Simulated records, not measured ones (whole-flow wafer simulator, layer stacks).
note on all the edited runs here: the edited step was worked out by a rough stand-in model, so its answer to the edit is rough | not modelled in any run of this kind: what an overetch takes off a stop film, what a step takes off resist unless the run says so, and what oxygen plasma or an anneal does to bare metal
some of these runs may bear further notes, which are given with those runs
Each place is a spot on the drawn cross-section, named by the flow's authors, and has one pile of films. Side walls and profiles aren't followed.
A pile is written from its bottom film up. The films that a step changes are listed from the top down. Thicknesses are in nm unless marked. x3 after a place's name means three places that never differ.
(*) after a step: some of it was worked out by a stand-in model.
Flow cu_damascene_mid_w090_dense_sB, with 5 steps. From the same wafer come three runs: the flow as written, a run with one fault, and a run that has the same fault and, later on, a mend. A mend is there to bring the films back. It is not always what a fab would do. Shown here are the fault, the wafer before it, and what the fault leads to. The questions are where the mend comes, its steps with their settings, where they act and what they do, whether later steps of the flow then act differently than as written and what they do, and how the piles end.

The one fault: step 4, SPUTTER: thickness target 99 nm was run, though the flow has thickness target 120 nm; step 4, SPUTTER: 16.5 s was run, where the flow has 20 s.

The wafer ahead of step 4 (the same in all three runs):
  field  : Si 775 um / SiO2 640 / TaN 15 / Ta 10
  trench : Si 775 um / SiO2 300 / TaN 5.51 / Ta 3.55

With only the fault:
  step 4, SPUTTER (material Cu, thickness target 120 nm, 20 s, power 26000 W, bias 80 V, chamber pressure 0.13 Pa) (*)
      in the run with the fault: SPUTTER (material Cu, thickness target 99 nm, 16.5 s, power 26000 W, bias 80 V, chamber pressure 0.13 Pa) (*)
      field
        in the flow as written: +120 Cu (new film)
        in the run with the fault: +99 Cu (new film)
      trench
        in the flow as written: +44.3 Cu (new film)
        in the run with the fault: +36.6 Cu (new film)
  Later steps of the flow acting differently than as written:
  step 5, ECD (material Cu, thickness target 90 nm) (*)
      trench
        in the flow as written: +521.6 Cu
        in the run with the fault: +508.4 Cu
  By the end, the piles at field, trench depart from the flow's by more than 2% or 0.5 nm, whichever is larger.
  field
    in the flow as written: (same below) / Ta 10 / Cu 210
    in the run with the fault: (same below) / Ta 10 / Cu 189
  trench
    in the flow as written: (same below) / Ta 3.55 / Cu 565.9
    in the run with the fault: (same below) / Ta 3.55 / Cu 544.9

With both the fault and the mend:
  The mend stands after step 4.
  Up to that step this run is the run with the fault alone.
  step 4a, SPUTTER (material Cu, thickness target 21 nm, 3.5 s, power 26000 W, bias 80 V, chamber pressure 0.13 Pa) (*) (a further turn of the flow's step 4, with different settings)
      field
        +21 Cu
      trench
        +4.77 Cu
  Every later step of the flow that is run acts as written, at every place that is followed, to within 2% or 0.5 nm, whichever is larger.
  By the end, the piles equal the flow's at every place that both follow.
